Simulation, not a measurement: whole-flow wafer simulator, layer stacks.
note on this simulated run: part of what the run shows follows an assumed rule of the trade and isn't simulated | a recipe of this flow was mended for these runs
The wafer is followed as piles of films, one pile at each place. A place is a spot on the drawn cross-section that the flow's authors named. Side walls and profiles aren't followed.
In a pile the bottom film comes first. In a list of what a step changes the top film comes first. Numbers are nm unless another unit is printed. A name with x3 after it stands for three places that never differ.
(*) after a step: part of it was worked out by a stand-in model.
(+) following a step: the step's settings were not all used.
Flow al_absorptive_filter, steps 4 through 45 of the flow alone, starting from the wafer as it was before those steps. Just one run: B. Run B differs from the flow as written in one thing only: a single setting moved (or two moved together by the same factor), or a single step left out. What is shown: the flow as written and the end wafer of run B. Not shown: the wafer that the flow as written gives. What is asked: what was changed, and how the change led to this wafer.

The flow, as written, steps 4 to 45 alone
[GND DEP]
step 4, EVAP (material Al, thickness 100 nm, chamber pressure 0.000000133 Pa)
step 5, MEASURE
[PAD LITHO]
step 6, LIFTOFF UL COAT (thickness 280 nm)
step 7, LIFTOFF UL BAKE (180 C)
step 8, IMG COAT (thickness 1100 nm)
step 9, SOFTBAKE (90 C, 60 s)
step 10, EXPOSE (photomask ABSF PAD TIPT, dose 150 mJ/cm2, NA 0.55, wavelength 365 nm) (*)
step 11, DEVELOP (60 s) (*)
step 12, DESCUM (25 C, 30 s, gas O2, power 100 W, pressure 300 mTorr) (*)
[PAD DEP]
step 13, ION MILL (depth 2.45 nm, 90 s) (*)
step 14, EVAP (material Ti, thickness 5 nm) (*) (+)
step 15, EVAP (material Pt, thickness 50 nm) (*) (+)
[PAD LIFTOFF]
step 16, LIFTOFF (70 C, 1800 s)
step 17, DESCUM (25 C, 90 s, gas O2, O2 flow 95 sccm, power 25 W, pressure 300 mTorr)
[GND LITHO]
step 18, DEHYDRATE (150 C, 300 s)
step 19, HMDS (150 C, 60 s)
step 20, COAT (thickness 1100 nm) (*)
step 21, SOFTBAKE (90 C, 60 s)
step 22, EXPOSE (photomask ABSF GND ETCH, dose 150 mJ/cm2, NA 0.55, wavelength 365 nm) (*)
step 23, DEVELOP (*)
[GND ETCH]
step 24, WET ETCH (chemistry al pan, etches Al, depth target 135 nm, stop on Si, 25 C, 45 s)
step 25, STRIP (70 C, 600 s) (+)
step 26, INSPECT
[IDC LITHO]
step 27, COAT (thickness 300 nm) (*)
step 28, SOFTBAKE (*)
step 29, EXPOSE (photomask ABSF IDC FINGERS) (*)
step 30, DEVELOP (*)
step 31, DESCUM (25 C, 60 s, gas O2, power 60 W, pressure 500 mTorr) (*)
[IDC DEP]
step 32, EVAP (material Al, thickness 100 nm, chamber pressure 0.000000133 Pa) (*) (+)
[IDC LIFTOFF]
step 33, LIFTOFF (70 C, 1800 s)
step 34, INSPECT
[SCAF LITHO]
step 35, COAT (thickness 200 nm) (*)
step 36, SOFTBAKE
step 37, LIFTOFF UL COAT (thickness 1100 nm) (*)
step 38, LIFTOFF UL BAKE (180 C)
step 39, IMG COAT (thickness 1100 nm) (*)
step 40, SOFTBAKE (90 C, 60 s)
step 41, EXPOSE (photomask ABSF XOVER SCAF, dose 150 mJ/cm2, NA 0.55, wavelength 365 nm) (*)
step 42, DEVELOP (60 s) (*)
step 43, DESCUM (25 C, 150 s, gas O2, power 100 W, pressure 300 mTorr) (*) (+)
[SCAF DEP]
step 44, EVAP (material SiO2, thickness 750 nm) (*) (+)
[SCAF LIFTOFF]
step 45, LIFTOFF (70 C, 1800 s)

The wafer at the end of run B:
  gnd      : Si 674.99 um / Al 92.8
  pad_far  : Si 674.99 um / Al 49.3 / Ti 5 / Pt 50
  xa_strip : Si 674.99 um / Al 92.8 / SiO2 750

Cause: step 4, EVAP: thickness 92.8 nm was run, though the flow has thickness 100 nm.
One can read it off the wafer: gnd has Al 92.8, and step 4 as written asks for 100 nm.

The path from the change to this, step by step:
  step 4, EVAP (material Al, thickness 100 nm, chamber pressure 0.000000133 Pa)
      gnd, pad_far, pad_near and 11 more: Al gains 92.8 (new film) (it would be, as written: Al gains 100 (new film))
  step 24, WET ETCH (chemistry al pan, etches Al, depth target 135 nm, stop on Si, 25 C, 45 s)
      res, xl_gap, idc_field, idc_line, idc_space: Al loses 79.5 (all of it) (it would be, as written: Al loses 86.7 (all of it))
